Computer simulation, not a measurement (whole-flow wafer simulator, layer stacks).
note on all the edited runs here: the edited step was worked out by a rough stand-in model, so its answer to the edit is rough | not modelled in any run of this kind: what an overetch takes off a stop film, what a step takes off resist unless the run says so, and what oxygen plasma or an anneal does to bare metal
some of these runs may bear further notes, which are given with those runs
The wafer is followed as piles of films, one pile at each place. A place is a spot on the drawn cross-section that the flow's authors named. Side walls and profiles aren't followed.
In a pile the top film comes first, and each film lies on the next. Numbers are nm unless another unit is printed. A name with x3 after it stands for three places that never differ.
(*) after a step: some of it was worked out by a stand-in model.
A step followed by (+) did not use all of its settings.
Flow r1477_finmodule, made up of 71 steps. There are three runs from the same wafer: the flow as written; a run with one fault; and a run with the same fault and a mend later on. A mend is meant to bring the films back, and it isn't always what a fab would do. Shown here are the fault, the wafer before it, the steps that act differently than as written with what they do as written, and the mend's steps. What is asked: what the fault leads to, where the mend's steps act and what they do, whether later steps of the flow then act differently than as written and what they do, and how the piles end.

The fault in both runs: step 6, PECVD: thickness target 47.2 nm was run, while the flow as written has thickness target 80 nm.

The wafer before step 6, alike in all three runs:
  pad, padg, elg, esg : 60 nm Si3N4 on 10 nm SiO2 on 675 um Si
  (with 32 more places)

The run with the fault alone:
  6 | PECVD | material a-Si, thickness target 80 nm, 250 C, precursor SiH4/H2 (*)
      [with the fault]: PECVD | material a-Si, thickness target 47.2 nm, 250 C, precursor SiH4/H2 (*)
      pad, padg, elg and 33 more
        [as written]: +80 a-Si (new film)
        [with the fault]: +47.2 a-Si (new film)
  Steps further on in the flow that do not act as written (2 more steps, not shown, differ only slightly: by at most 2% or 0.5 nm, whichever is larger):
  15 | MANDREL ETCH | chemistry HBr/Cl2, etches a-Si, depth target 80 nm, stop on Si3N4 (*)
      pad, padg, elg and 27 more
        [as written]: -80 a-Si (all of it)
        [with the fault]: -47.2 a-Si (all of it)
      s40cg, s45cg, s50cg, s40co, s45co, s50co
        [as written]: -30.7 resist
        [with the fault]: -27.1 resist
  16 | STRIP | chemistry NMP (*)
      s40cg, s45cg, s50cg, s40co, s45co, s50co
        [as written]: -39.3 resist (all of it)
        [with the fault]: -42.9 resist (all of it)
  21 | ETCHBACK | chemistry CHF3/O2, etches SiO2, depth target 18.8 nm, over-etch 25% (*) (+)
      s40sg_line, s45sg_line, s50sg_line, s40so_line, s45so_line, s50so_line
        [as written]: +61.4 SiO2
        [with the fault]: +28.6 SiO2
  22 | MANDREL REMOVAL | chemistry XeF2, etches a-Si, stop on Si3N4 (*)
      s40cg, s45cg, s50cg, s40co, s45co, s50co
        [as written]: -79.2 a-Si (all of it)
        [with the fault]: -46.4 a-Si (all of it)
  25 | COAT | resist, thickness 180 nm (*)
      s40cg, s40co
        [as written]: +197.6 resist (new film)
        [with the fault]: +189.4 resist (new film)
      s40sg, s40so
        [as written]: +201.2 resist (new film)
        [with the fault]: +193 resist (new film)
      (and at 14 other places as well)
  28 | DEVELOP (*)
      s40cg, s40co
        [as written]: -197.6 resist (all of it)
        [with the fault]: -189.4 resist (all of it)
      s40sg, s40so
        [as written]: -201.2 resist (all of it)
        [with the fault]: -193 resist (all of it)
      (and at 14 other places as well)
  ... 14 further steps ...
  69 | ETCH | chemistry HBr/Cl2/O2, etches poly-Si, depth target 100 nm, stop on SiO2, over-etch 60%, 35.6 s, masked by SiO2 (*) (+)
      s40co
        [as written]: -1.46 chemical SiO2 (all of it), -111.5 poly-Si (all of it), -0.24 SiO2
        [with the fault]: -1.36 chemical SiO2 (all of it), -134.3 poly-Si (all of it), -0.13 SiO2
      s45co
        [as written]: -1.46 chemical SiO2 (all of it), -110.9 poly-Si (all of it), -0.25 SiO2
        [with the fault]: -1.36 chemical SiO2 (all of it), -134.3 poly-Si (all of it), -0.13 SiO2
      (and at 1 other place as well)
  At pad, padg, elg and 27 more, the piles at the end differ from the flow's by more than 2% or 0.5 nm, whichever is larger.
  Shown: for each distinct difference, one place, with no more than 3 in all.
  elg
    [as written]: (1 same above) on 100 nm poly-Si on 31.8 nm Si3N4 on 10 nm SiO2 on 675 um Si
    [with the fault]: (1 same above) on 100 nm poly-Si on 3 nm SiO2 on 674.99 um Si
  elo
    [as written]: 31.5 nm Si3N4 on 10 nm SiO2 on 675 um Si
    [with the fault]: 2.58 nm SiO2 on 674.99 um Si
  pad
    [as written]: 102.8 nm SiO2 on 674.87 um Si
    [with the fault]: 80.6 nm SiO2 on 674.87 um Si

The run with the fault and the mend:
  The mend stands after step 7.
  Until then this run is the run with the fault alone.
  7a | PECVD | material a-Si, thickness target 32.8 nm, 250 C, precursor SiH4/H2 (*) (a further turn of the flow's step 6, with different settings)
      pad, padg, elg and 33 more
        +32.8 a-Si
  Every later step of the flow that is run acts as written at every place that is followed.
  The piles end the same as the flow's at every place that both follow.
